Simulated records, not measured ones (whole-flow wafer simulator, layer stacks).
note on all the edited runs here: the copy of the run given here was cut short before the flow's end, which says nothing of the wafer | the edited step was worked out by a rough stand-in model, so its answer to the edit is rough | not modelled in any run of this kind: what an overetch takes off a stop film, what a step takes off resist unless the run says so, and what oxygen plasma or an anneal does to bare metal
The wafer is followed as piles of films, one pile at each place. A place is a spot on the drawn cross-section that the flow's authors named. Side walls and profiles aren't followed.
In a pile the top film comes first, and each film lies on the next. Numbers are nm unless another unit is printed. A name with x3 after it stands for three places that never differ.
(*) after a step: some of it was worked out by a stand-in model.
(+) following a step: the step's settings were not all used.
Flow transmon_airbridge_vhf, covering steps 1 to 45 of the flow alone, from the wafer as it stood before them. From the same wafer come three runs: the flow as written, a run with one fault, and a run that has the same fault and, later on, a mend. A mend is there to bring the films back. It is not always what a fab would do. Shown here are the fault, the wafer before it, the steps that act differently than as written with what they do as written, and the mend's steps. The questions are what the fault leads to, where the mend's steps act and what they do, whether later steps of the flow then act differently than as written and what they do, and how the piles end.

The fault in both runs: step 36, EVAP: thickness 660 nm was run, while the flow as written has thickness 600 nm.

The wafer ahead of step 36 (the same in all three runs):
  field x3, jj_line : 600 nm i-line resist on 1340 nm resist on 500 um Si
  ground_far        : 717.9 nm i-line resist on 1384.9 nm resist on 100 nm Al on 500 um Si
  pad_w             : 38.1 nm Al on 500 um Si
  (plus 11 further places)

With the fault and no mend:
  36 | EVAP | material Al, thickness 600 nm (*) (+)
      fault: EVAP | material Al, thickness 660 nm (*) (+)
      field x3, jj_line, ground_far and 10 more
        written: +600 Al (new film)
        fault: +660 Al (new film)
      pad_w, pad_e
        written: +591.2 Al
        fault: +650.4 Al
  Later steps of the flow acting differently than as written (2 more steps, not shown, differ only slightly: by at most 2% or 0.5 nm, whichever is larger):
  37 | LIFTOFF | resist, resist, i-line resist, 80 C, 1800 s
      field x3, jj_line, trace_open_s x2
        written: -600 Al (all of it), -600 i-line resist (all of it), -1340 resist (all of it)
        fault: -660 Al (all of it), -600 i-line resist (all of it), -1340 resist (all of it)
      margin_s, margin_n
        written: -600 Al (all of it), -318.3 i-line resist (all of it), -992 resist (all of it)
        fault: -660 Al (all of it), -318.3 i-line resist (all of it), -992 resist (all of it)
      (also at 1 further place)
  At pad_w, flank_w, gap_w, cpw_trace, gap_e, flank_e, pad_e, bridge_strip, the piles at the end differ from the flow's by more than 2% or 0.5 nm, whichever is larger.
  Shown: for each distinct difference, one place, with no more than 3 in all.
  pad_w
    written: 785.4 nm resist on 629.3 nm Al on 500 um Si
    fault: 778.3 nm resist on 688.4 nm Al on 500 um Si
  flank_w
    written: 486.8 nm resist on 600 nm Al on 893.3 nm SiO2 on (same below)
    fault: 483.3 nm resist on 660 nm Al on 893.3 nm SiO2 on (same below)
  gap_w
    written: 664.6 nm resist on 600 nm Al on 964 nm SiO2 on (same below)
    fault: 660.2 nm resist on 660 nm Al on 964 nm SiO2 on (same below)

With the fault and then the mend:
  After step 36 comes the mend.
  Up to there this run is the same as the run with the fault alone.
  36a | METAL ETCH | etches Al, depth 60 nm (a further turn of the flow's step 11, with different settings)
      field x3, jj_line, ground_far and 12 more
        -60 Al
  Every later step of the flow that is run acts as written, at every place that is followed, to within 2% or 0.5 nm, whichever is larger.
  When the end is reached, the piles differ only a little from the flow's at the places that both follow, at most by 2% or 0.5 nm, whichever is larger.
